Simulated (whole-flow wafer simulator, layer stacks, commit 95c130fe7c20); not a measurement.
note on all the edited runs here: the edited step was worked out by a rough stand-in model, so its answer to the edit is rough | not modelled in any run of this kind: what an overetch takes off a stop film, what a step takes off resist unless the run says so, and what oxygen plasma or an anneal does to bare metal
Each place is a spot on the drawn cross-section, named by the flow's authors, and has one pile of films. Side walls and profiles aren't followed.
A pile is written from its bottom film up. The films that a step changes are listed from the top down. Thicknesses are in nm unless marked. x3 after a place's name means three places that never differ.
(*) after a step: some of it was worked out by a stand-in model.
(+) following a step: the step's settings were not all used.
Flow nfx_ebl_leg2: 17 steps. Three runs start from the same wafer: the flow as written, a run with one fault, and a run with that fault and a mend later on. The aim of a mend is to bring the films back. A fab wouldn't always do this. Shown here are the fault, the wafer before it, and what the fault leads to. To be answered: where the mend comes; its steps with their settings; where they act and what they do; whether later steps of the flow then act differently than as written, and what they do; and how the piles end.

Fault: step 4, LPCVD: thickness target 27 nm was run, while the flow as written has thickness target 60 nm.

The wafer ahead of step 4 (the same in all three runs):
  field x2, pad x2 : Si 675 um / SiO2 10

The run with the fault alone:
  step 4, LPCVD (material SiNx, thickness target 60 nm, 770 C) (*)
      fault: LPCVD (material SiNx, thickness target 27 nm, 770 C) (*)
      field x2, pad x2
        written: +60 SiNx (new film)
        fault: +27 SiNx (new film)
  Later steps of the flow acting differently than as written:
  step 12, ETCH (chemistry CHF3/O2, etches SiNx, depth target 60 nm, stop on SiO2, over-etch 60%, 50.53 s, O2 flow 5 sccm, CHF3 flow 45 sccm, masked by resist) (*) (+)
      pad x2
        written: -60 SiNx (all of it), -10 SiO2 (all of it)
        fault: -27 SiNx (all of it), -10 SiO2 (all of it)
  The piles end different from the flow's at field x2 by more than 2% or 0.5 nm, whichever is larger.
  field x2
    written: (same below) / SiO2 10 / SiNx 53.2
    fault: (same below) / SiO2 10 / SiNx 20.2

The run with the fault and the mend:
  After step 5 comes the mend.
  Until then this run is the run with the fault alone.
  step 5a, LPCVD (material SiNx, thickness target 33 nm, 770 C) (*) (a further turn of the flow's step 4, with different settings)
      field x2, pad x2
        +33 SiNx
  Every later step of the flow that is run acts as written at every place that is followed.
  The piles end the same as the flow's at every place that both follow.
